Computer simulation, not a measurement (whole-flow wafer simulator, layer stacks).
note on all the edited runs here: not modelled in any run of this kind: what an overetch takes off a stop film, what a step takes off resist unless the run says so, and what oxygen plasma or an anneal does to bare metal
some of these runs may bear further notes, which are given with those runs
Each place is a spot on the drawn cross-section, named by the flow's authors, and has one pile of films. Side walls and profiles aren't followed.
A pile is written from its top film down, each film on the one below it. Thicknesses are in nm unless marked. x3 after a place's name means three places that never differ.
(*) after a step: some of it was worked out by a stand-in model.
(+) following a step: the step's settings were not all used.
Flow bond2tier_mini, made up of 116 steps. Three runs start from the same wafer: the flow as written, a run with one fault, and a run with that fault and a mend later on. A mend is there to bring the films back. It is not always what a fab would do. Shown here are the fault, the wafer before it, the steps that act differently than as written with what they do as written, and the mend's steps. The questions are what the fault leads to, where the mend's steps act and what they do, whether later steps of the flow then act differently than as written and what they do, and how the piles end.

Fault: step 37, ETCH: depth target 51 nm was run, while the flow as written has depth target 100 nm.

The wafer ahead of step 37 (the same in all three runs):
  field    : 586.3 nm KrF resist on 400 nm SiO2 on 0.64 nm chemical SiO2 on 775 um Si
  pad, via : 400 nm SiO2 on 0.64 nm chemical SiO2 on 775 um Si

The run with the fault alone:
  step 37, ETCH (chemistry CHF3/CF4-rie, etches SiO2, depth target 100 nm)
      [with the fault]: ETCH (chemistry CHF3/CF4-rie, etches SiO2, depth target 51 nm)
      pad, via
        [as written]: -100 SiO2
        [with the fault]: -51 SiO2
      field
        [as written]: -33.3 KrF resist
        [with the fault]: -17 KrF resist
  Later steps of the flow acting differently than as written (not shown: 1 more step that differs only slightly, by at most 2% or 0.5 nm, whichever is larger):
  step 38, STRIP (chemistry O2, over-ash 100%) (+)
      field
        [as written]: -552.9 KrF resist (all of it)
        [with the fault]: -569.3 KrF resist (all of it)
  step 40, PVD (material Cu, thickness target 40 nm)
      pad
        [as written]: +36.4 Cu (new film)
        [with the fault]: +38.1 Cu (new film)
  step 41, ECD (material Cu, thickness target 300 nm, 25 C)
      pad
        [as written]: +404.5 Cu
        [with the fault]: +353.3 Cu
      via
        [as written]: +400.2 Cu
        [with the fault]: +351 Cu
  By the end, the piles at pad depart from the flow's by more than 2% or 0.5 nm, whichever is larger.
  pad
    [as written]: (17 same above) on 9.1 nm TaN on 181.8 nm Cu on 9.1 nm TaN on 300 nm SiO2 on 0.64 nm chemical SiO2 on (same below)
    [with the fault]: (17 same above) on 9.1 nm TaN on 132.4 nm Cu on 9.54 nm TaN on 349 nm SiO2 on 0.64 nm chemical SiO2 on (same below)

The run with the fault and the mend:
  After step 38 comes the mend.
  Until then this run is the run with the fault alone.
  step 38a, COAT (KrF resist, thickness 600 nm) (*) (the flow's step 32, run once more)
      field
        +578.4 KrF resist (new film)
      pad
        +622.6 KrF resist (new film)
      via
        +619.8 KrF resist (new film)
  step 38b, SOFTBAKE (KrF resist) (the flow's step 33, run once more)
      leaves every film unchanged at each place that is followed
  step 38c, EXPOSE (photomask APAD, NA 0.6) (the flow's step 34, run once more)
      leaves every film unchanged at each place that is followed
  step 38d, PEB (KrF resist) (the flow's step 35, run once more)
      leaves every film unchanged at each place that is followed
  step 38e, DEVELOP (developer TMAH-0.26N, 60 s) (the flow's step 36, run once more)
      field
        -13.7 KrF resist
      pad
        -622.6 KrF resist (all of it)
      via
        -619.8 KrF resist (all of it)
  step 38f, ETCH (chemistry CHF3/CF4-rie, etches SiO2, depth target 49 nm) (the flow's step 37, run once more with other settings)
      pad, via
        -49 SiO2
      field
        -16.3 KrF resist
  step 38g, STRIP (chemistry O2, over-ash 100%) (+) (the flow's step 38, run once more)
      field
        -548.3 KrF resist (all of it)
  None of the later steps of the flow acts differently than as written at any place that is followed.
  The piles end the same as the flow's at every place that both follow.
